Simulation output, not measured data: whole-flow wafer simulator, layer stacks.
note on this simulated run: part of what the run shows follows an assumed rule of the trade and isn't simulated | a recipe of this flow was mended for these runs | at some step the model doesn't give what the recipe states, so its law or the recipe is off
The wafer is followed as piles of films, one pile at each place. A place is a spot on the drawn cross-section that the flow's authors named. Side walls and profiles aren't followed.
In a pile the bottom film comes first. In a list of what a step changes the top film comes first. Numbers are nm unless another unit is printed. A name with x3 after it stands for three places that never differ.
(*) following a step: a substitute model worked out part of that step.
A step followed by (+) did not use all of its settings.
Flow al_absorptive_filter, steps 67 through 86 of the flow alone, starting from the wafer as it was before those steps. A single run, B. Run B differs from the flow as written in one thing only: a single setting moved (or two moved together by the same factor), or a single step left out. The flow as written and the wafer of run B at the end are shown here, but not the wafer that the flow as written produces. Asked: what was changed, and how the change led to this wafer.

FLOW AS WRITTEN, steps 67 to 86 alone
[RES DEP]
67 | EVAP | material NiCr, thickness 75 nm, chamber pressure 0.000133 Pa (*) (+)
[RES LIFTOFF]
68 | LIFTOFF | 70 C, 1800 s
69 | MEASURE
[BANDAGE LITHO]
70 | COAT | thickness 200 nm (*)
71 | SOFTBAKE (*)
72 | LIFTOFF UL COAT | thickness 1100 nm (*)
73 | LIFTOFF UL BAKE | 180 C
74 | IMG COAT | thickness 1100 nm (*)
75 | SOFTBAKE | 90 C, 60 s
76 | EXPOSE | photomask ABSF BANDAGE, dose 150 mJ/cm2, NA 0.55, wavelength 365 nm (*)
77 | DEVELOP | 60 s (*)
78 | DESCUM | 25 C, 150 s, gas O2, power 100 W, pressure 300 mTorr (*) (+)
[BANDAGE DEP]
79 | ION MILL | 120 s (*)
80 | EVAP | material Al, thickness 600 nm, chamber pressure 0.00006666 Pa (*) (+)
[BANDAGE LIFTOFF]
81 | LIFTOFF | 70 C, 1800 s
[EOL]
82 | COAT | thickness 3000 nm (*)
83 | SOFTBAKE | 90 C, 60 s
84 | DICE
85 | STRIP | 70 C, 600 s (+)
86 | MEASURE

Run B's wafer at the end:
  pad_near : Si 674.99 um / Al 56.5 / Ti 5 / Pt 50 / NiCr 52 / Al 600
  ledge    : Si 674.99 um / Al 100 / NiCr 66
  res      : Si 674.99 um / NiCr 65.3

What caused this: step 67, EVAP: thickness 66 nm was run, whereas the flow has thickness 75 nm.
The wafer lets one read it off: ledge has NiCr 66, and step 67 as written asks for 75 nm.

How this came from the change, step by step:
  67 | EVAP | material NiCr, thickness 75 nm, chamber pressure 0.000133 Pa (*) (+)
      gnd, pad_far, ledge and 9 more: NiCr gains 66 (new film) (in the flow as written it would be: NiCr gains 75 (new film))
      pad_near, res: NiCr gains 65.3 (new film) (in the flow as written it would be: NiCr gains 74.2 (new film))
  68 | LIFTOFF | 70 C, 1800 s
      xa_field, xl_land, idc_field: NiCr loses 66 (all of it), i-line-resist loses 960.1 (all of it), lift-off-underlayer loses 1100 (all of it), acrylic-e-beam-resist loses 200 (all of it) (in the flow as written it would be: NiCr loses 75 (all of it), i-line-resist loses 960.1 (all of it), lift-off-underlayer loses 1100 (all of it), acrylic-e-beam-resist loses 200 (all of it))
      gnd: NiCr loses 66 (all of it), i-line-resist loses 959.5 (all of it), lift-off-underlayer loses 1100.9 (all of it), acrylic-e-beam-resist loses 200.6 (all of it) (in the flow as written it would be: NiCr loses 75 (all of it), i-line-resist loses 959.5 (all of it), lift-off-underlayer loses 1100.9 (all of it), acrylic-e-beam-resist loses 200.6 (all of it))
      (and at 7 other places as well)
  83 | SOFTBAKE | 90 C, 60 s
      ledge: i-line-resist loses 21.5 (in the flow as written it would be: i-line-resist loses 22.2)
      res: i-line-resist loses 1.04 (in the flow as written it would be: i-line-resist loses 1.75)
